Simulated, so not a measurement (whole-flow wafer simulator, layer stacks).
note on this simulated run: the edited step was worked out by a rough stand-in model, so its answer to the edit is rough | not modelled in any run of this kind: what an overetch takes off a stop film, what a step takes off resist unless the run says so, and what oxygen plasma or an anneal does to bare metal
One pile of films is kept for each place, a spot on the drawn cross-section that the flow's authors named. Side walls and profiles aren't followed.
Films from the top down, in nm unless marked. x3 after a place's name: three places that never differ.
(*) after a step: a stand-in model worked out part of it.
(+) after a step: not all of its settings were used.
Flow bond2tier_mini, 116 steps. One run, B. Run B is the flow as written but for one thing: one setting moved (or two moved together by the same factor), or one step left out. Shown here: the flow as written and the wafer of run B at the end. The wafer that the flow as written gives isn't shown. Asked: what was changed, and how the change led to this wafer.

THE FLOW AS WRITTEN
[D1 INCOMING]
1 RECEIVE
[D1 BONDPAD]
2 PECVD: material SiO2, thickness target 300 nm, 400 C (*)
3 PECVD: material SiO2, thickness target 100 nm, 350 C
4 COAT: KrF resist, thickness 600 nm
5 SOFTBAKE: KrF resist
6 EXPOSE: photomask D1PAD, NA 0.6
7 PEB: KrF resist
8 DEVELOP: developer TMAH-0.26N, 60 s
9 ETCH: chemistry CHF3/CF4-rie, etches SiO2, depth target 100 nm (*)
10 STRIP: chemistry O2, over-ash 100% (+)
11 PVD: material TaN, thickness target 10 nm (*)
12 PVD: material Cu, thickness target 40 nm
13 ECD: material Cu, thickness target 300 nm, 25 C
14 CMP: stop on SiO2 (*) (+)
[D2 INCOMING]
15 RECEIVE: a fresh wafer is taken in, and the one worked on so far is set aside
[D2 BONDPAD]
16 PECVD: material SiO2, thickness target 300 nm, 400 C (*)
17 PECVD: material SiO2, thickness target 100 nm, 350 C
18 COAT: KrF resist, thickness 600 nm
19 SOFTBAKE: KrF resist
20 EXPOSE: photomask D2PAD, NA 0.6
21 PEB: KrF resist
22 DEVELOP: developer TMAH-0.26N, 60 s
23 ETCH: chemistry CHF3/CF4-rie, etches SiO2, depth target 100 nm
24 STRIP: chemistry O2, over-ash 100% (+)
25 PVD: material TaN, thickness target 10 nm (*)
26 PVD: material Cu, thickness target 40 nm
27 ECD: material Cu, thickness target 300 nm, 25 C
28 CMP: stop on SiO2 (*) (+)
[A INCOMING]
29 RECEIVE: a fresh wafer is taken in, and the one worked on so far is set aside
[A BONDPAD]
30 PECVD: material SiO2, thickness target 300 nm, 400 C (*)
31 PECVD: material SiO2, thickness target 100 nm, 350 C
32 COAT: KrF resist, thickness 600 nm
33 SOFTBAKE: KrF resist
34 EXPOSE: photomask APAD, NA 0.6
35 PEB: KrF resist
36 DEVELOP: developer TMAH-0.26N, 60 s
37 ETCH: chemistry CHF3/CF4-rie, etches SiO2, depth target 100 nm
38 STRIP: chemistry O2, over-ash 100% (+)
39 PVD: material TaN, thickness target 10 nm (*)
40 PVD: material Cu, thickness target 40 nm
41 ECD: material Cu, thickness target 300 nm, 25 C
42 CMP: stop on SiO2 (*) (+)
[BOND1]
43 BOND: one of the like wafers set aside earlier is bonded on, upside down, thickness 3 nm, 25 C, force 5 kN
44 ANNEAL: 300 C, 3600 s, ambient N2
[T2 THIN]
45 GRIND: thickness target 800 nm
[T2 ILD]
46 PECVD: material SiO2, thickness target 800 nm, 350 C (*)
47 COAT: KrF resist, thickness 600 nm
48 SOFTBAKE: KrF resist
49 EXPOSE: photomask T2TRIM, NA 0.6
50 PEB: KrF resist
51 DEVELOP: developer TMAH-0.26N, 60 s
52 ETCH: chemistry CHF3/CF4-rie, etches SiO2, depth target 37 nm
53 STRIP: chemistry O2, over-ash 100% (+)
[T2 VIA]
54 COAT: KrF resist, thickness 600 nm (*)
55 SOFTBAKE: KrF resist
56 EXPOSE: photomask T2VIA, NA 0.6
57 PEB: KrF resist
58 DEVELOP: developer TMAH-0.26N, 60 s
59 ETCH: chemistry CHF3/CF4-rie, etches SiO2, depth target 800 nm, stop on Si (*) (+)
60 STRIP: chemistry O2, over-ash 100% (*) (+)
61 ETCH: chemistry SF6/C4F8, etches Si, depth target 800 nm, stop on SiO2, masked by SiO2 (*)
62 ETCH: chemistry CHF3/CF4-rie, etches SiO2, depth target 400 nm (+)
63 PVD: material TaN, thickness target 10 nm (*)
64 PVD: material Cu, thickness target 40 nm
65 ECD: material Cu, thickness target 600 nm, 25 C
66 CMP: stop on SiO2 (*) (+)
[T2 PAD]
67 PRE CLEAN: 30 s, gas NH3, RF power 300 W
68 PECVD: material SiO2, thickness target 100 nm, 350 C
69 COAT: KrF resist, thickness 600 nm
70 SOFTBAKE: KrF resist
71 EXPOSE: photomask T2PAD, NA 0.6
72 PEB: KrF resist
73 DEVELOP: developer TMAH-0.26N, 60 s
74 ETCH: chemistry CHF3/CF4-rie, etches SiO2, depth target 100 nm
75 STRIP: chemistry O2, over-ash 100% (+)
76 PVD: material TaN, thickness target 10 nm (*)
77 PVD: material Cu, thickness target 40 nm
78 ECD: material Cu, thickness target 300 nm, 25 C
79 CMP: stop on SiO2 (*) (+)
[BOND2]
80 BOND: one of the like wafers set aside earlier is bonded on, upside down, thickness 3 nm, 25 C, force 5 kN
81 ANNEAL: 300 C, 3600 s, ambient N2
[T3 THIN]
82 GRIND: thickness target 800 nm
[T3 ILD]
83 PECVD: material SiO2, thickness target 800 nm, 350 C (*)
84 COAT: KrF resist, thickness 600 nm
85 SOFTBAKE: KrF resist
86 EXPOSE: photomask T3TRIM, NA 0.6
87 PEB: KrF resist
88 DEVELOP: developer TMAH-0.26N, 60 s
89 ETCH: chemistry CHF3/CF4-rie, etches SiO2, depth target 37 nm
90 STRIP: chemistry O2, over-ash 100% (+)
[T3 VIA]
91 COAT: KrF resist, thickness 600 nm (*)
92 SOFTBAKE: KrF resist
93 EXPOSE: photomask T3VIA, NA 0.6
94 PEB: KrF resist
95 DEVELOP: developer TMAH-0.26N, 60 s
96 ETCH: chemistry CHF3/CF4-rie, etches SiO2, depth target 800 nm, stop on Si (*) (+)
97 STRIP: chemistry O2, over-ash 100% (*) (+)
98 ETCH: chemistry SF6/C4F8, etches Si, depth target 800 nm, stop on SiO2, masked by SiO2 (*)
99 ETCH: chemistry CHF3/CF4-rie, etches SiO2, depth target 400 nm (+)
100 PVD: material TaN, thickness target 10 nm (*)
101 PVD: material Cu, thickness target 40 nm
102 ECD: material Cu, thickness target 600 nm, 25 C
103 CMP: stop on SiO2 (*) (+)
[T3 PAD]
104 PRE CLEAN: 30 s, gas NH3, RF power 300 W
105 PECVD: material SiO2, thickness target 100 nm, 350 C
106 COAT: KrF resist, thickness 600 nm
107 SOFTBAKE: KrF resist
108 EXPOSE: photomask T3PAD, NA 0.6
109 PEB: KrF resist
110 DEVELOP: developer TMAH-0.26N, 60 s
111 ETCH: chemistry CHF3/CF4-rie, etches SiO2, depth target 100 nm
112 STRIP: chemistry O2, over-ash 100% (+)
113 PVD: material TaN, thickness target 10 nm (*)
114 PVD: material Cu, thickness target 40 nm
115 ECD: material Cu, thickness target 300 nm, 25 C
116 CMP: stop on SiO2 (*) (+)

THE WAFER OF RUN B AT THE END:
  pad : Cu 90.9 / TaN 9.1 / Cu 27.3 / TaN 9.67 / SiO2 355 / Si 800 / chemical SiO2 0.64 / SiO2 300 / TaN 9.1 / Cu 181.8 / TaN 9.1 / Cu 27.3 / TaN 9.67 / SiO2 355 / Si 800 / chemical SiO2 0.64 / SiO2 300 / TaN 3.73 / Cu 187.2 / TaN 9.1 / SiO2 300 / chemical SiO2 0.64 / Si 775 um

The cause: step 11, PVD: thickness target 4.1 nm was run, where the flow has thickness target 10 nm.

How the change led to this, step by step:
  11 PVD: material TaN, thickness target 10 nm (*)
      field: TaN +4.1 (new film) (as written it would be: TaN +10 (new film))
      pad: TaN +3.73 (new film) (as written it would be: TaN +9.1 (new film))
      (and at 1 more place)
  14 CMP: stop on SiO2 (*) (+)
      field: Cu -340 (all of it), TaN -4.1 (all of it) (as written it would be: Cu -340 (all of it), TaN -10 (all of it))
  43 BOND: one of the like wafers set aside earlier is bonded on, upside down, thickness 3 nm, 25 C, force 5 kN
      pad: Si +775 um (new film), chemical SiO2 +0.64 (new film), SiO2 +300 (new film), TaN +3.73 (new film), Cu +96.3 (as written it would be: Si +775 um (new film), chemical SiO2 +0.64 (new film), SiO2 +300 (new film), TaN +9.1 (new film), Cu +90.9)
      via: Si +775 um (new film), chemical SiO2 +0.64 (new film), SiO2 +300 (new film), TaN +4.09 (new film), Cu +95.9 (as written it would be: Si +775 um (new film), chemical SiO2 +0.64 (new film), SiO2 +300 (new film), TaN +9.97 (new film), Cu +90)
